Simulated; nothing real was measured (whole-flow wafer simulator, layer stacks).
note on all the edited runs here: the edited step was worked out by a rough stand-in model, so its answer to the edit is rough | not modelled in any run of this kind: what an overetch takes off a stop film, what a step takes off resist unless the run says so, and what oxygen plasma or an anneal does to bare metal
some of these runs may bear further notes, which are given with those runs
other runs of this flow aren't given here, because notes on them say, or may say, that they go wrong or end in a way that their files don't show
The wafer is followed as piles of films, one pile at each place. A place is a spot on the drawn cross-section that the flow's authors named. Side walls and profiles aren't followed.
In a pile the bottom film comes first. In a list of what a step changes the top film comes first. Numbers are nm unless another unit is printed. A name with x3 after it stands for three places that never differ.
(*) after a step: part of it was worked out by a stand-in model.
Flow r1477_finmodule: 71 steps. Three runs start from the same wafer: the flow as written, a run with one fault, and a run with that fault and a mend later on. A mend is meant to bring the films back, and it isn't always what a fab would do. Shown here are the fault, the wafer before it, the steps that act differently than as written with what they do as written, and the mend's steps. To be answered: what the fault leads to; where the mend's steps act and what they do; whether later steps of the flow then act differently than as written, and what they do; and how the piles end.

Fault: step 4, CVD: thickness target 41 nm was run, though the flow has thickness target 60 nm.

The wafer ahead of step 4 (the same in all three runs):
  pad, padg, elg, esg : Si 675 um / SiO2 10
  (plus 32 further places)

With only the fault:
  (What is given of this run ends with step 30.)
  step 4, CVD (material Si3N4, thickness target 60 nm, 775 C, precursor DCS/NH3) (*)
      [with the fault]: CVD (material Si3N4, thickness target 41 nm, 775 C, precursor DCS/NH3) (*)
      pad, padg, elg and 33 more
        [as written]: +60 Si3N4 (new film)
        [with the fault]: +41 Si3N4 (new film)
  Later steps of the flow up to step 30 that are run all act as written at every place that is followed.
  Once step 30 is done, the piles at pad, padg, elg and 33 more depart from the flow's by more than 2% or 0.5 nm, whichever is larger.
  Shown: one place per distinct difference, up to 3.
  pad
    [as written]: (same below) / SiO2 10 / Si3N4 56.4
    [with the fault]: (same below) / SiO2 10 / Si3N4 37.4
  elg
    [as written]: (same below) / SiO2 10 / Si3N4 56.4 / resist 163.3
    [with the fault]: (same below) / SiO2 10 / Si3N4 37.4 / resist 163.3
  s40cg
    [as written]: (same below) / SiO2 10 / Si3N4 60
    [with the fault]: (same below) / SiO2 10 / Si3N4 41

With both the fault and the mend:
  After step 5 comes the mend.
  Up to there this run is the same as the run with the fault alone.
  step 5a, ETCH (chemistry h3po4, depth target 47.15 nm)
      pad, padg, elg and 33 more
        -41 Si3N4 (all of it)
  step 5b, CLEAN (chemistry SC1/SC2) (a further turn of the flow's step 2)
      alters no film at any place that is followed
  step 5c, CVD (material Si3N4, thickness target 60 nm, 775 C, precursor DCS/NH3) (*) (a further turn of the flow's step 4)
      pad, padg, elg and 33 more
        +60 Si3N4 (new film)
  Later steps of the flow that are run all act as written at every place that is followed.
  The piles end the same as the flow's at every place that both follow.
